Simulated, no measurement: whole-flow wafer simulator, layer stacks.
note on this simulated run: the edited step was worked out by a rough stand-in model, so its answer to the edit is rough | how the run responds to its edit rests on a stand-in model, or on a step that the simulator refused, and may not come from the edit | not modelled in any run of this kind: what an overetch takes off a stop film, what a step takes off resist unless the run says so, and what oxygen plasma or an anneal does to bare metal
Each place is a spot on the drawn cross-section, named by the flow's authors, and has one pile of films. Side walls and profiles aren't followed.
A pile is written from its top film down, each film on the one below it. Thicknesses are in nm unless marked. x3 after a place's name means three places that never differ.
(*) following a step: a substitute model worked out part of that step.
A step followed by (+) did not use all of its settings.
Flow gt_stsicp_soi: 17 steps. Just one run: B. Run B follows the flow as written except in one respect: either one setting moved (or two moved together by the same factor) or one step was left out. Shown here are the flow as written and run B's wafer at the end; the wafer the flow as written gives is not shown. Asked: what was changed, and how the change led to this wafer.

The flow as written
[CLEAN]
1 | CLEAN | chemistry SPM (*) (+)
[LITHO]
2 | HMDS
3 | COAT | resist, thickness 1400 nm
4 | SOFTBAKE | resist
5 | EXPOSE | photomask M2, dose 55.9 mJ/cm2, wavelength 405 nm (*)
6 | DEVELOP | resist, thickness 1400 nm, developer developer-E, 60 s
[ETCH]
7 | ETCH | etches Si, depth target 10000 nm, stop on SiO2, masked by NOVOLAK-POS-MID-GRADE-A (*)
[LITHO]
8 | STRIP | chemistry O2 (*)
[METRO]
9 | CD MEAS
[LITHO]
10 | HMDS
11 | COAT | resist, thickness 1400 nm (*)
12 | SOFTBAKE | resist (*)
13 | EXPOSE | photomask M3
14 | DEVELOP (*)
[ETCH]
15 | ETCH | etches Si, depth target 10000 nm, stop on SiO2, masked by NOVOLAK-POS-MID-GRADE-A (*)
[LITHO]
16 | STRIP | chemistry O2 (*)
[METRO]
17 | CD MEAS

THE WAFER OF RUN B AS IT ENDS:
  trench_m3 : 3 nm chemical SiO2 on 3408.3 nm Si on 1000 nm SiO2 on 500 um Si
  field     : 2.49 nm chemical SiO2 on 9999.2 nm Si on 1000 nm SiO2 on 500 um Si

Cause: step 15, ETCH: depth target 6590 nm was run, though the flow has depth target 10000 nm.

The path from the change to this, step by step:
  15 | ETCH | etches Si, depth target 10000 nm, stop on SiO2, masked by NOVOLAK-POS-MID-GRADE-A (*)
      trench_m3: chemical SiO2 loses 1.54 (all of it), Si loses 6590 (in the flow as written it would be: chemical SiO2 loses 1.54 (all of it), Si loses 9999.6 (all of it))
      field, trench_m2: resist loses 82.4 (in the flow as written it would be: resist loses 125)
  16 | STRIP | chemistry O2 (*)
      trench_m3: chemical SiO2 gains 3 (new film), Si loses 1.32 (in the flow as written it would be: nothing)
      field: resist loses 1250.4 (all of it), chemical SiO2 gains 0.94, Si loses 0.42 (in the flow as written it would be: resist loses 1207.8 (all of it), chemical SiO2 gains 0.94, Si loses 0.41)
